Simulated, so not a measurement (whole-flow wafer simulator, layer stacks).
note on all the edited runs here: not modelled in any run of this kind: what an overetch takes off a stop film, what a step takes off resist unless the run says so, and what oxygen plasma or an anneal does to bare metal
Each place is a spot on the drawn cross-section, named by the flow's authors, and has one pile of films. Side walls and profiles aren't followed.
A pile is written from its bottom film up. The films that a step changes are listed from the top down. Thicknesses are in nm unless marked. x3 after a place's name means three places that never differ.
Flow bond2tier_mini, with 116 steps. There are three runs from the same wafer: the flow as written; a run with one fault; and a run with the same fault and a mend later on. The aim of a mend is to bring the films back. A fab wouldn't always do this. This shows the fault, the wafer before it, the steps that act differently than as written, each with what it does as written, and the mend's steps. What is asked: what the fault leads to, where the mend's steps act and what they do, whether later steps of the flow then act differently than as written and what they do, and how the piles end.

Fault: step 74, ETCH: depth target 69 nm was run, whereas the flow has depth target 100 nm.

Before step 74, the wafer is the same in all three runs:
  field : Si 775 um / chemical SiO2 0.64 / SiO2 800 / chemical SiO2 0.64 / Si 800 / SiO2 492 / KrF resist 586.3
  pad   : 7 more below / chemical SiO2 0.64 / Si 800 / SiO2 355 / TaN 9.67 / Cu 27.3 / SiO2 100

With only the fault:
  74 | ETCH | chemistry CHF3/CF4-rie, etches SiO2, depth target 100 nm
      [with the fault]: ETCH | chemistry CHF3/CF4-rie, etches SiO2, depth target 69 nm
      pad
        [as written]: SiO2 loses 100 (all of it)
        [with the fault]: SiO2 loses 69
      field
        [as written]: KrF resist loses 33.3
        [with the fault]: KrF resist loses 23
  Steps later in the flow that act otherwise than as written (2 more steps, not shown, differ only slightly: by at most 2% or 0.5 nm, whichever is larger):
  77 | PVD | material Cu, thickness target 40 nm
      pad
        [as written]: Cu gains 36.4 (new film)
        [with the fault]: Cu gains 37.5 (new film)
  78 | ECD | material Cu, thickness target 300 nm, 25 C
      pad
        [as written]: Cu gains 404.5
        [with the fault]: Cu gains 372.1
  The piles end different from the flow's at pad by more than 2% or 0.5 nm, whichever is larger.
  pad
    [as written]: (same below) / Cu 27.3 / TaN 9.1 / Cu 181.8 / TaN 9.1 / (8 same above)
    [with the fault]: (same below) / Cu 27.3 / SiO2 31 / TaN 9.38 / Cu 150.5 / TaN 9.1 / (8 same above)

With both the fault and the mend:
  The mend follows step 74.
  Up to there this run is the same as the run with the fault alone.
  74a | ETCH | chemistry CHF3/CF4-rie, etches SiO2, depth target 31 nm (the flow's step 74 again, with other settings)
      field
        KrF resist loses 10.3
      pad
        SiO2 loses 31 (all of it)
  None of the later steps of the flow acts differently than as written at any place that is followed.
  The piles end the same as the flow's at every place that both follow.
